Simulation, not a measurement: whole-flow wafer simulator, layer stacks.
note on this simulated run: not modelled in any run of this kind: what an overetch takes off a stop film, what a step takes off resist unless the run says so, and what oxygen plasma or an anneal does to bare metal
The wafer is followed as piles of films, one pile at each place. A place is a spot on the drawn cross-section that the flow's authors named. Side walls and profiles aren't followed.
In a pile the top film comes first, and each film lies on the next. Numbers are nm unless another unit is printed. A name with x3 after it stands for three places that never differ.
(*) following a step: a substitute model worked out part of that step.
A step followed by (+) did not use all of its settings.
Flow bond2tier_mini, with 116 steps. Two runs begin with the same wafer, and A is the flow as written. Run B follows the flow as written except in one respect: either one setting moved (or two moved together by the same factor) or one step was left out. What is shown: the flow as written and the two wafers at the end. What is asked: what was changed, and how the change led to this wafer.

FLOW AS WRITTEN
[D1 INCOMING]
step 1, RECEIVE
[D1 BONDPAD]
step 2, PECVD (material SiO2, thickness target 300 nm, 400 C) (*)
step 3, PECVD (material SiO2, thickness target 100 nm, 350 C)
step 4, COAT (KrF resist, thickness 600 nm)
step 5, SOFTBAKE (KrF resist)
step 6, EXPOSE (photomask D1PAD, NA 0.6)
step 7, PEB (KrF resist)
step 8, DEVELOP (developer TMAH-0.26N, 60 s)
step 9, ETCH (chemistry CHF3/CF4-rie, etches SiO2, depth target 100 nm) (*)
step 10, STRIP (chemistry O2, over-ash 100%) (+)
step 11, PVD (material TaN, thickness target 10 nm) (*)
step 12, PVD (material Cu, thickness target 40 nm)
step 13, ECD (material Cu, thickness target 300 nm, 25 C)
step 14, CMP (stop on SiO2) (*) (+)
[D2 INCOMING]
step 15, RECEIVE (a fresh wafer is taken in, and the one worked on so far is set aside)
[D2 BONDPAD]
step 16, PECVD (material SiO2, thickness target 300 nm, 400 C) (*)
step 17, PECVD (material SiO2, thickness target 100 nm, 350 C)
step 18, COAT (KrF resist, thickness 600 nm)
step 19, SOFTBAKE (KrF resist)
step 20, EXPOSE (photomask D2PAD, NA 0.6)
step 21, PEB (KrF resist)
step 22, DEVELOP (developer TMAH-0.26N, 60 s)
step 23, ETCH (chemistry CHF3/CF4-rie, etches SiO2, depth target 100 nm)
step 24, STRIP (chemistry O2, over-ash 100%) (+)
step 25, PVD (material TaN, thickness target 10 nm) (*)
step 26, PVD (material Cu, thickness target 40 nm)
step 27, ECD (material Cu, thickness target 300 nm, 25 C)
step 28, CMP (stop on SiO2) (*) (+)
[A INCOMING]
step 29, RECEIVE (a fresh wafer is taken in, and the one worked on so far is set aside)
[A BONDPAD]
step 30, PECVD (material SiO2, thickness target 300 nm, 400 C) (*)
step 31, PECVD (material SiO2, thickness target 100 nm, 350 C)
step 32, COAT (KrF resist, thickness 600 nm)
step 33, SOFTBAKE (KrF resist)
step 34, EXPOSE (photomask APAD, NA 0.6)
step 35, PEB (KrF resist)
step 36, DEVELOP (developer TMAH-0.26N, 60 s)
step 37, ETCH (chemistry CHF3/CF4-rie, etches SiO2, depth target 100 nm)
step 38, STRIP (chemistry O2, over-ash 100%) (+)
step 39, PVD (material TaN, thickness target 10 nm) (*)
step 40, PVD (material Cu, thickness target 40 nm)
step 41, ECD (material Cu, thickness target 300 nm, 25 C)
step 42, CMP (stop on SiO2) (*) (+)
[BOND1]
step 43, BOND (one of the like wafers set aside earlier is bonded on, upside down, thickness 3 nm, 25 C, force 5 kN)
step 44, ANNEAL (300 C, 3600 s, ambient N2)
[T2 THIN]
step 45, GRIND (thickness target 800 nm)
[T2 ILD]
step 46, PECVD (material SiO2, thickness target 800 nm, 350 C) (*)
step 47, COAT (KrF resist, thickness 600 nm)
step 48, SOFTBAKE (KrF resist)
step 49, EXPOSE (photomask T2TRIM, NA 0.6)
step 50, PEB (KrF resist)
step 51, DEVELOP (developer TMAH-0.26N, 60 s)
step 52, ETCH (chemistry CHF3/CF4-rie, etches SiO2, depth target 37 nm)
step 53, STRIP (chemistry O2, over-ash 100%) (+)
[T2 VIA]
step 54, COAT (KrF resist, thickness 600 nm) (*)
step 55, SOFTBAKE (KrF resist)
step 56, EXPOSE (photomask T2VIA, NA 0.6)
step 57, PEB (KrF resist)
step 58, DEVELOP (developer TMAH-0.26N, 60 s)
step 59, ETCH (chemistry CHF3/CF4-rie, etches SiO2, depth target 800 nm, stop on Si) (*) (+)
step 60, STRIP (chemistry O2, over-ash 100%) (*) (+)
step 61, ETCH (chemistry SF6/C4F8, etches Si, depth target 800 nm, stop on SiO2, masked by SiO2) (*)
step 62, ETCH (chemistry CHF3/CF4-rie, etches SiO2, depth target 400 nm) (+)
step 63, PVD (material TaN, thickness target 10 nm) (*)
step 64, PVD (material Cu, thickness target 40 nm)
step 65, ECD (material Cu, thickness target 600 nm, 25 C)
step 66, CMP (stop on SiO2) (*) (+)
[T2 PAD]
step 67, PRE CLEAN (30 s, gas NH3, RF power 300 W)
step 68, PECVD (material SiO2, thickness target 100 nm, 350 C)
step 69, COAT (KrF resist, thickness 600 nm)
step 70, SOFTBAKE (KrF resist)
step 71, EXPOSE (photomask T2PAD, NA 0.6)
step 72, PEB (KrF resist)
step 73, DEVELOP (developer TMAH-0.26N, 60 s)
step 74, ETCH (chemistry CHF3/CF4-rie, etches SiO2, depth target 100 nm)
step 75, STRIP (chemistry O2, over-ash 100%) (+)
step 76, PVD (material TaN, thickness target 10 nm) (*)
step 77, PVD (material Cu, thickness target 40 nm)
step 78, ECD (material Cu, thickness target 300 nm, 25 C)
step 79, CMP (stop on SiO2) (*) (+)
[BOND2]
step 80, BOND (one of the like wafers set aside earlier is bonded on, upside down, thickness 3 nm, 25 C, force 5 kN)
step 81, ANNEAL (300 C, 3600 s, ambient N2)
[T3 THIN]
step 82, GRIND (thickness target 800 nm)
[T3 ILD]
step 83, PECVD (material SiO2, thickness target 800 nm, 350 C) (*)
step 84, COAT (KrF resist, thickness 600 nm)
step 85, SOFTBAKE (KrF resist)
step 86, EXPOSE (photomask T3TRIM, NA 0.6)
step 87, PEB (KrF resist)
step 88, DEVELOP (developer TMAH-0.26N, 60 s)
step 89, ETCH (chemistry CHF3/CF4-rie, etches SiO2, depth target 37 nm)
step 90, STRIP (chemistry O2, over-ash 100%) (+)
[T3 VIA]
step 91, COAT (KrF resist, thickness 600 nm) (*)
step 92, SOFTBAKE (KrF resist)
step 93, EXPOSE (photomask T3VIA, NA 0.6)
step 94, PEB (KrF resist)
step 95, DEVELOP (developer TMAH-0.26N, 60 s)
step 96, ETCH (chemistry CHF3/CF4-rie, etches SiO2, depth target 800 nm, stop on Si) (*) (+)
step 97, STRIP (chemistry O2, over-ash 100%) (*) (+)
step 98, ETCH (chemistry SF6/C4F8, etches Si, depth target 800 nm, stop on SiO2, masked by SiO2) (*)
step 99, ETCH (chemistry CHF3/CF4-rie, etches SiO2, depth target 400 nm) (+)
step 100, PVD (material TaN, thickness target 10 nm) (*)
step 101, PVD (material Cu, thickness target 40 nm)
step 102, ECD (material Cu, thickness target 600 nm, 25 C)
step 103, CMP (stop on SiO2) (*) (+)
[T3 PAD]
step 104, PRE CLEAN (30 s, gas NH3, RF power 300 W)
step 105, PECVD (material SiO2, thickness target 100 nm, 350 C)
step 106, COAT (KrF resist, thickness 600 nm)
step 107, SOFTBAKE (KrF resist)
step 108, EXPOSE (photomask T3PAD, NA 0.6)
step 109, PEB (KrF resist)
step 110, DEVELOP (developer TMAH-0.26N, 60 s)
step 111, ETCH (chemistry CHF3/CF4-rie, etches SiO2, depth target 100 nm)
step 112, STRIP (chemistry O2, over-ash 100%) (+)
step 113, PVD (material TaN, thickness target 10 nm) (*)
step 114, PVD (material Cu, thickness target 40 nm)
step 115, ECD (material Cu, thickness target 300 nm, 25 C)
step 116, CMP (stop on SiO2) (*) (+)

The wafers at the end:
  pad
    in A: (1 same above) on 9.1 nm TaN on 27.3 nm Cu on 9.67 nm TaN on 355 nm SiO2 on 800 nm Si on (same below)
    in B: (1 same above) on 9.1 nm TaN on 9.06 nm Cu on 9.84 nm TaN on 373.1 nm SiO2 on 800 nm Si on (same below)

The reason: step 89, ETCH: depth target 18.9 nm was run, while the flow as written has depth target 37 nm.

The path from the change to this, step by step:
  step 89, ETCH (chemistry CHF3/CF4-rie, etches SiO2, depth target 37 nm)
      field: A KrF resist loses 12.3 | B KrF resist loses 6.3
      pad: A SiO2 loses 37 | B SiO2 loses 18.9
  step 97, STRIP (chemistry O2, over-ash 100%) (*) (+)
      field: A KrF resist loses 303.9 (all of it) | B KrF resist loses 311.6 (all of it)
      pad: A KrF resist loses 336 (all of it) | B KrF resist loses 328 (all of it)
  step 102, ECD (material Cu, thickness target 600 nm, 25 C)
      pad: A Cu gains 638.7 | B Cu gains 619.7
